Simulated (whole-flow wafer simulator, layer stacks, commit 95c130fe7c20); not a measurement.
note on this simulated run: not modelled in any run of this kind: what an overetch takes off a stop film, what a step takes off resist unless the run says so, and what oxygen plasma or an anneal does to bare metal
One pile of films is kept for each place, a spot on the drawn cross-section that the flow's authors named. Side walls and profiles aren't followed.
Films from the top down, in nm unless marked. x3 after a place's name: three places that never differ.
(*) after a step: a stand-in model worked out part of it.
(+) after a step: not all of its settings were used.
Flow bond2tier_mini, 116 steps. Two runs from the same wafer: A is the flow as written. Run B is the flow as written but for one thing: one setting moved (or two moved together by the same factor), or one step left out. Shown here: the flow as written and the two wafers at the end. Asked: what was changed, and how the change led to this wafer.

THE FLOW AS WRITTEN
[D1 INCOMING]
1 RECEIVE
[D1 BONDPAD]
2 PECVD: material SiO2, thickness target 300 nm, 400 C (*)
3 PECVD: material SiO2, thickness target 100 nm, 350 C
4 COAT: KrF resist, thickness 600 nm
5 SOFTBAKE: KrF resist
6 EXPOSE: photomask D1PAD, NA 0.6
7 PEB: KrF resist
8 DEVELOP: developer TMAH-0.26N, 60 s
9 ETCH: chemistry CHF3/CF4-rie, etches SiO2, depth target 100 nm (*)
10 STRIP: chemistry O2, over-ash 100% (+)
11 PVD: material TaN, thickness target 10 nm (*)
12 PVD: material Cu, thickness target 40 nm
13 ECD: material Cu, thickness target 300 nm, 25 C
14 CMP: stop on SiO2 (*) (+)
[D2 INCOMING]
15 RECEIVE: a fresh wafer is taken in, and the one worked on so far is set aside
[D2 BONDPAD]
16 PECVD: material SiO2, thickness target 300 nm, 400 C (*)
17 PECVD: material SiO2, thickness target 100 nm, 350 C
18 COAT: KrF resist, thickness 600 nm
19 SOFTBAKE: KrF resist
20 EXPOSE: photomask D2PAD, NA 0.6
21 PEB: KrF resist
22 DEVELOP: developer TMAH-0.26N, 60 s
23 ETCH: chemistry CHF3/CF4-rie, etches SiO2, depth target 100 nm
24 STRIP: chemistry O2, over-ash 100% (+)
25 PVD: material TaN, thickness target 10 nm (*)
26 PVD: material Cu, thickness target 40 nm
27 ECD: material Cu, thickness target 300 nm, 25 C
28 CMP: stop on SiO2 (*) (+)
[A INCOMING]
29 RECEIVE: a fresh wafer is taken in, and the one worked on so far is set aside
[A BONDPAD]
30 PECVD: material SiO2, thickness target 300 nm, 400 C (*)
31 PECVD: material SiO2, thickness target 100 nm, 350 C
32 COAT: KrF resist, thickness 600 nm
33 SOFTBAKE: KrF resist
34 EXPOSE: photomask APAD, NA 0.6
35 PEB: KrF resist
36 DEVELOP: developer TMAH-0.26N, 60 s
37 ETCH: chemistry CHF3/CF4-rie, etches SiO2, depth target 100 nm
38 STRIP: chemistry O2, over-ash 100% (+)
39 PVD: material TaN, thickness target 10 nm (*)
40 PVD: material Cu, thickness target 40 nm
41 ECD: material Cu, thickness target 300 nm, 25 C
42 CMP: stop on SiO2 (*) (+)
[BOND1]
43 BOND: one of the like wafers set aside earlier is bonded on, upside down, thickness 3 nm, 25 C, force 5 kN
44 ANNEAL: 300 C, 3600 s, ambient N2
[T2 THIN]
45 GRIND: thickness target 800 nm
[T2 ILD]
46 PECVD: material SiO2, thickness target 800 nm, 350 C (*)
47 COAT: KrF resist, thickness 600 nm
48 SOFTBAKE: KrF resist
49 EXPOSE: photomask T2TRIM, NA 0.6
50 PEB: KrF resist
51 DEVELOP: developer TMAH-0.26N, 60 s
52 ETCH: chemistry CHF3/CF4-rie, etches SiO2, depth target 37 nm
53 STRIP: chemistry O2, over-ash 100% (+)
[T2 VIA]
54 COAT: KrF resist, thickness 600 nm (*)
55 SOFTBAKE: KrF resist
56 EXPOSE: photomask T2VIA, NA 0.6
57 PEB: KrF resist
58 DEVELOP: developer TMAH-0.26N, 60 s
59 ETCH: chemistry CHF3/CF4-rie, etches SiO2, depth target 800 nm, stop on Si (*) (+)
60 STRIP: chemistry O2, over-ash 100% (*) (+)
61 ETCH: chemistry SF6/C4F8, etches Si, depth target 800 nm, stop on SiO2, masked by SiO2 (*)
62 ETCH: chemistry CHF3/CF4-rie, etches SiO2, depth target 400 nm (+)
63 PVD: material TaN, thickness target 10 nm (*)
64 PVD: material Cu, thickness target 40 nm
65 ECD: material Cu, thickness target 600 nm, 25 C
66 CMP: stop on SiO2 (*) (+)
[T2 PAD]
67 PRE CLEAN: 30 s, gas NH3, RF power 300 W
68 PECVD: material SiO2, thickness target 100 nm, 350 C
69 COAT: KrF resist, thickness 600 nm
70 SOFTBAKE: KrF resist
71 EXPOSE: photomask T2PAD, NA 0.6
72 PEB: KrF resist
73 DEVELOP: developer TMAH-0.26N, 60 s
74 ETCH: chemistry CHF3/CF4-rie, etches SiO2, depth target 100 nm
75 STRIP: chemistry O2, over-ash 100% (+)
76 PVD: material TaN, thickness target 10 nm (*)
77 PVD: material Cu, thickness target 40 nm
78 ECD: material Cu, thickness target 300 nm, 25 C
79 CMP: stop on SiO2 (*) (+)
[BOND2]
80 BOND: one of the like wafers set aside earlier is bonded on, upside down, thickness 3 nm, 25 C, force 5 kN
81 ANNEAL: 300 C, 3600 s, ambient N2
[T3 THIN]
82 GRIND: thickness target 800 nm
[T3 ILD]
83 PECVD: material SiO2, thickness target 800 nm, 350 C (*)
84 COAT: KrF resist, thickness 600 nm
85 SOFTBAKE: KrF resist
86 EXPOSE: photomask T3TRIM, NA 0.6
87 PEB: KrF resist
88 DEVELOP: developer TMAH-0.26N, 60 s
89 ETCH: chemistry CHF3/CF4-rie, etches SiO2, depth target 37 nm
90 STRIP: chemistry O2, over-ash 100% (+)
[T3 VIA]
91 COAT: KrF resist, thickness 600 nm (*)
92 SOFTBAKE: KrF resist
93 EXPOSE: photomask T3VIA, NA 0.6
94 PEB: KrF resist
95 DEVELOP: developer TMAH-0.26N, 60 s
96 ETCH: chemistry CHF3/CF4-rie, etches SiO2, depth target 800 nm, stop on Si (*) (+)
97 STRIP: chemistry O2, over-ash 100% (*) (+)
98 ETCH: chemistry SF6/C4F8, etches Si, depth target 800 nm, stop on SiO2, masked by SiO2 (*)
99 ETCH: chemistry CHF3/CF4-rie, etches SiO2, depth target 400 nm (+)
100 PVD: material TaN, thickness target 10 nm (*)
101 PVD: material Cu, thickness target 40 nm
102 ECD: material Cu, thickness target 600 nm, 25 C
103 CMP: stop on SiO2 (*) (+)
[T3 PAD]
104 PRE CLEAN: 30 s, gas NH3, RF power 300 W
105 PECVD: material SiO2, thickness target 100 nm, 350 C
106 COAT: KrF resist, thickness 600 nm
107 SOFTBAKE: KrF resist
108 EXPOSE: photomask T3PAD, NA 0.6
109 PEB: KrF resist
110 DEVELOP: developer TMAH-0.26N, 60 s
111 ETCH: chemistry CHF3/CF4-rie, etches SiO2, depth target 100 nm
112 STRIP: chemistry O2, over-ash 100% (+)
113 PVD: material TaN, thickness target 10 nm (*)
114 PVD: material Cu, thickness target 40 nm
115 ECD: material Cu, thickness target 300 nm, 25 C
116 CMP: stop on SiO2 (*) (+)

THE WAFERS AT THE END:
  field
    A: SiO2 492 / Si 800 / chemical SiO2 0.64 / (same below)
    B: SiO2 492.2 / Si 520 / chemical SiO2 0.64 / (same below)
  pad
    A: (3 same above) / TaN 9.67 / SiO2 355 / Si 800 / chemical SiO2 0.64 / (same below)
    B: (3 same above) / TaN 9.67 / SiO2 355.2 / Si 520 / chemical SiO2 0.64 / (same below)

The cause: step 82, GRIND: thickness target 520 nm was run, where the flow has thickness target 800 nm.
It can be read off the wafer: field has Si 520, and step 82 as written asks for 800 nm.

How the change led to this, step by step:
  82 GRIND: thickness target 800 nm
      field, pad: A Si -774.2 um | B Si -774.48 um
